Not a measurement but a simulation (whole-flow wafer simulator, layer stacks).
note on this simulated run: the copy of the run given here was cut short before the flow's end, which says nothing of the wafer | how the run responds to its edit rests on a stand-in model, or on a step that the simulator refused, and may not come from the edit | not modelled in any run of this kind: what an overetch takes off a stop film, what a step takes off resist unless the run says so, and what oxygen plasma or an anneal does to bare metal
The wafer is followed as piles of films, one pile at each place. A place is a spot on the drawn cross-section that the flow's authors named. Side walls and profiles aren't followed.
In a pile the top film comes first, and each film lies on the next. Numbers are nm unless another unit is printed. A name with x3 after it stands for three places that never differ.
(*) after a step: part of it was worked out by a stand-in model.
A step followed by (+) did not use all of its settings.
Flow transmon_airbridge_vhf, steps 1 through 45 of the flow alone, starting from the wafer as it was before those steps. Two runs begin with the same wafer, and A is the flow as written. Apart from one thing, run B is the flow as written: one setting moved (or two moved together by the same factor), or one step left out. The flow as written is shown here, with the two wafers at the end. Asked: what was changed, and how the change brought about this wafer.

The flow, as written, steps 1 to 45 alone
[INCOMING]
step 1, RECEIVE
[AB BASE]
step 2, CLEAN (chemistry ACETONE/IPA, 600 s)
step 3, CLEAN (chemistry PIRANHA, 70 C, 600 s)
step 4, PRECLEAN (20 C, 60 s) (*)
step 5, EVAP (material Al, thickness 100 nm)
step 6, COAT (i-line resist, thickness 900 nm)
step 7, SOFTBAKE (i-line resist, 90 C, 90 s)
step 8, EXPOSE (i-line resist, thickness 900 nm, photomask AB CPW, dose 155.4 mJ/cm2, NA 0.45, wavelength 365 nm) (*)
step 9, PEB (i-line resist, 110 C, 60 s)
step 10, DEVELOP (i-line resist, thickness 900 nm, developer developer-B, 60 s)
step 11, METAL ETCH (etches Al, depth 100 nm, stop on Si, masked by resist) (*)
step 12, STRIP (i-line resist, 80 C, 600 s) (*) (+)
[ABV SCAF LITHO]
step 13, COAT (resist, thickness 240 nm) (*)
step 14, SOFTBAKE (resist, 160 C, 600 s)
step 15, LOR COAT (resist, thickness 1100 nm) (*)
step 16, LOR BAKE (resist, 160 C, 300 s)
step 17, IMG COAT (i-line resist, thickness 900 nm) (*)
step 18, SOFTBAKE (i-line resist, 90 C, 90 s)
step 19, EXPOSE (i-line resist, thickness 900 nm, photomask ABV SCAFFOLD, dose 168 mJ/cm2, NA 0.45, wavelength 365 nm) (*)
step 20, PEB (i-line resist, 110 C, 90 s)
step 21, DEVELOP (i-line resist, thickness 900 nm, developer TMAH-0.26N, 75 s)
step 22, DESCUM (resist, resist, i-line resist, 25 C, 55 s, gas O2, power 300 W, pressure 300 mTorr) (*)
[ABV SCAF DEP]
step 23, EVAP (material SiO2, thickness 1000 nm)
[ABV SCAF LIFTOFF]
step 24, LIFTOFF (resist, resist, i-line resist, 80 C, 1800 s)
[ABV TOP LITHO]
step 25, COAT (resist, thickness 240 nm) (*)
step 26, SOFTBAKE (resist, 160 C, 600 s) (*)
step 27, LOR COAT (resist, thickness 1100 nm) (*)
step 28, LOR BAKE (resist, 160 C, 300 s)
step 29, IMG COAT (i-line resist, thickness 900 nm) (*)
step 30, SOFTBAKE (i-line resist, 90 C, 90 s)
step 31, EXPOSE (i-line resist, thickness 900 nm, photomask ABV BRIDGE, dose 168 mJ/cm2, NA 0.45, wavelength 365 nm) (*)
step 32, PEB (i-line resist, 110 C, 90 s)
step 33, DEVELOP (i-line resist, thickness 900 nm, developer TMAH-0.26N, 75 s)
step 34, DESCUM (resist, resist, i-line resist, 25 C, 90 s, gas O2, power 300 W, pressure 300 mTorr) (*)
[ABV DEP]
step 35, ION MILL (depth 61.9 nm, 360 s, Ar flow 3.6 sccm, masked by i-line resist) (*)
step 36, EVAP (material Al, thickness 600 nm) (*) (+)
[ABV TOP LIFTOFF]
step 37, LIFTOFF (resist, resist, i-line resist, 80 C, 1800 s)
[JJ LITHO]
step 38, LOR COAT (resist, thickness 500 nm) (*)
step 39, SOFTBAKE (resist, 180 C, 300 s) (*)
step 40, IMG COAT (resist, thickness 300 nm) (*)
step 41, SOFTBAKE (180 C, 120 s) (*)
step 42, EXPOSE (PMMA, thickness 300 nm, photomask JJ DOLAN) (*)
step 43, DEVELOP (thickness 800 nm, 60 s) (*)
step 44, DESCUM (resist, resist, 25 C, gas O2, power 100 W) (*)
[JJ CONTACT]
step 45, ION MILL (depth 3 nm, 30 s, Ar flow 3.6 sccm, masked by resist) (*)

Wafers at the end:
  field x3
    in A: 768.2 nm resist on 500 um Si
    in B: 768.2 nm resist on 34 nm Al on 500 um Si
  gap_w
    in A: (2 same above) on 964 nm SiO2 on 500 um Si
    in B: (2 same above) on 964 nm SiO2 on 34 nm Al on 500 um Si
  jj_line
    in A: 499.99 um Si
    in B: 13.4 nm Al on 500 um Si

Cause: step 5, EVAP: thickness 134 nm was run, whereas the flow has thickness 100 nm.

Step by step, how the change led to this:
  step 5, EVAP (material Al, thickness 100 nm)
      field x3, jj_line, ground_far and 12 more: A Al gains 100 (new film) | B Al gains 134 (new film)
  step 11, METAL ETCH (etches Al, depth 100 nm, stop on Si, masked by resist) (*)
      field x3, jj_line, gap_w, gap_e: A Al loses 100 (all of it) | B Al loses 100
  step 45, ION MILL (depth 3 nm, 30 s, Ar flow 3.6 sccm, masked by resist) (*)
      jj_line: A Si loses 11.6 | B Al loses 20.6
With metal films that touch counted as one body, field x3 has 1 body; the flow as written gives 0 bodies.
With metal films that touch counted as one body, gap_w has 2 bodies (between them, from the top down: SiO2 964); the flow as written gives 1 body.
With metal films that touch counted as one body, jj_line has 1 body; the flow as written gives 0 bodies.
